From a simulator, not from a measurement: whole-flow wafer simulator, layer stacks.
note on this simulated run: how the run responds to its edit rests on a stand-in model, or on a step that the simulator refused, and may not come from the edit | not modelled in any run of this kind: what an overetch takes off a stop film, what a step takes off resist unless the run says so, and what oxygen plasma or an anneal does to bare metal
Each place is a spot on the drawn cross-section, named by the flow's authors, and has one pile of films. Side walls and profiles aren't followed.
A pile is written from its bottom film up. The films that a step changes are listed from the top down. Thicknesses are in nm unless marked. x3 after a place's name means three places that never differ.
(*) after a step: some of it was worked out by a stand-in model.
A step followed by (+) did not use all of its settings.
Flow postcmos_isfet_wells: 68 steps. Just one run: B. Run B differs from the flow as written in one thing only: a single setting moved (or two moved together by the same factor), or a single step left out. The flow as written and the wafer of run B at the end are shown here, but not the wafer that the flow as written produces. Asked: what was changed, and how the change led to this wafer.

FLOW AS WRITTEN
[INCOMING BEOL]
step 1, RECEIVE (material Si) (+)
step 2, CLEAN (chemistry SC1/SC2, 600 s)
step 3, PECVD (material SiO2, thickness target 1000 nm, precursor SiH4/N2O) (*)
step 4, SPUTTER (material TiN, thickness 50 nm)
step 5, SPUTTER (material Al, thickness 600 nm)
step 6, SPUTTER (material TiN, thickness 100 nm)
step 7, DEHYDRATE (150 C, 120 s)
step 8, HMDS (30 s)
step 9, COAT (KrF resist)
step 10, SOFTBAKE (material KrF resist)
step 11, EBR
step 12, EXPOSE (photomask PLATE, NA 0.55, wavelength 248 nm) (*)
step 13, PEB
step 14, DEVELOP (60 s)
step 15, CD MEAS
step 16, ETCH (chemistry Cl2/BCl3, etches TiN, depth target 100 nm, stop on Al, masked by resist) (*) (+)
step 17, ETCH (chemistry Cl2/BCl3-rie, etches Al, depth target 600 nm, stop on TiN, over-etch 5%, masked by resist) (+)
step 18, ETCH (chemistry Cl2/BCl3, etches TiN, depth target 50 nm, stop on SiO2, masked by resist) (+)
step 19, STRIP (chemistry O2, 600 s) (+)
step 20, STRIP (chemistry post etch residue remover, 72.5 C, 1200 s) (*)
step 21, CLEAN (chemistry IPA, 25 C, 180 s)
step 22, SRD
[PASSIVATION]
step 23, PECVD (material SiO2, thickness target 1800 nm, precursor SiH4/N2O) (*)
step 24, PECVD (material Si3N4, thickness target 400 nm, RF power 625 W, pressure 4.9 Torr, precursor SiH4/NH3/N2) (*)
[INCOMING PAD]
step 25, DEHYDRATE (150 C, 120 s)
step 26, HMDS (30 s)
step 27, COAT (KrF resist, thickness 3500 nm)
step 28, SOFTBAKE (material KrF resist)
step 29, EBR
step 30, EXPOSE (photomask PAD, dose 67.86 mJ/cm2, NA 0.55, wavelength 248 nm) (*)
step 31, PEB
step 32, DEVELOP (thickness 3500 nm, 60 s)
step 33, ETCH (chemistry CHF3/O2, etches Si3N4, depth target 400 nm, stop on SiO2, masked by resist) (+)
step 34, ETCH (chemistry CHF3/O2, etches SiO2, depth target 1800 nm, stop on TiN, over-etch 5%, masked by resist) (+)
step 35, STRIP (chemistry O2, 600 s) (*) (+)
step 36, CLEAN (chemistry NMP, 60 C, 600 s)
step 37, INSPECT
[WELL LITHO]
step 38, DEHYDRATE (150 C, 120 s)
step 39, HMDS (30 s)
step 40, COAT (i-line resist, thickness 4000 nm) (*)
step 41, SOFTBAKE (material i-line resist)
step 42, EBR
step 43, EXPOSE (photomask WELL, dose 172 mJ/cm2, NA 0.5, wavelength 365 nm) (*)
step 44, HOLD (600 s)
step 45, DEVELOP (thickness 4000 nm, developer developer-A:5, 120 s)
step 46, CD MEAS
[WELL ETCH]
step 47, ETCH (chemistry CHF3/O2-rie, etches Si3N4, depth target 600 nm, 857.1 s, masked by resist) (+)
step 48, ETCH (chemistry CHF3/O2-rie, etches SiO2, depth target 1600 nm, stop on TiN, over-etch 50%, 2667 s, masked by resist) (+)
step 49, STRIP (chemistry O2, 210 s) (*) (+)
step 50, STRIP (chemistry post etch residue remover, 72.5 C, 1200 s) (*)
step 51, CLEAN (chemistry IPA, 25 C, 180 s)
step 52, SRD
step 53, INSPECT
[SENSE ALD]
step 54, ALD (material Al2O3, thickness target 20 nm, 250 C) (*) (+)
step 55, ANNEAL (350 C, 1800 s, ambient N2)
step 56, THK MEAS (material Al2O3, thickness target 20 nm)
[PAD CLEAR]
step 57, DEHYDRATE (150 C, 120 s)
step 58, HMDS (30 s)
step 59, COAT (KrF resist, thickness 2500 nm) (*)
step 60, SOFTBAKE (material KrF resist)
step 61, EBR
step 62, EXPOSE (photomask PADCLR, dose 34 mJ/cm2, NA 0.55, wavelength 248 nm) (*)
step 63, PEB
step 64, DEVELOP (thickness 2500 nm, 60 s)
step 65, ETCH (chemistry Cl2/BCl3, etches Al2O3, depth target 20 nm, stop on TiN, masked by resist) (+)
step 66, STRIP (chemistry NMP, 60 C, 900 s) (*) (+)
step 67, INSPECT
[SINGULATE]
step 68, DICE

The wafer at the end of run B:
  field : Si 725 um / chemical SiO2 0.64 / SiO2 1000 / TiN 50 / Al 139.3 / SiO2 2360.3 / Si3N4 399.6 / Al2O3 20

Cause: step 17, ETCH: depth target 405 nm was run, though the flow has depth target 600 nm.

How this came from the change, step by step:
  step 17, ETCH (chemistry Cl2/BCl3-rie, etches Al, depth target 600 nm, stop on TiN, over-etch 5%, masked by resist) (+)
      field: -405 Al (it would be, as written: -600 Al (all of it))
      margin, well900, well1300 x3, pad_rim, pad_clr, pad_open: -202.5 KrF resist (it would be, as written: -300 KrF resist)
  step 18, ETCH (chemistry Cl2/BCl3, etches TiN, depth target 50 nm, stop on SiO2, masked by resist) (+)
      field: -50 Al (it would be, as written: -50 TiN (all of it))
  step 19, STRIP (chemistry O2, 600 s) (+)
      margin, well900, well1300 x3, pad_rim, pad_clr, pad_open: -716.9 KrF resist (all of it) (it would be, as written: -619.4 KrF resist (all of it))
  step 20, STRIP (chemistry post etch residue remover, 72.5 C, 1200 s) (*)
      field: -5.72 Al (it would be, as written: nothing)
  step 23, PECVD (material SiO2, thickness target 1800 nm, precursor SiH4/N2O) (*)
      field: +2360.3 SiO2 (new film) (it would be, as written: +1800 SiO2 (new film), +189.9 void (new film), +559.7 SiO2)
If metal films that touch count as one body, field has 1 body; the flow as written gives 0 bodies.
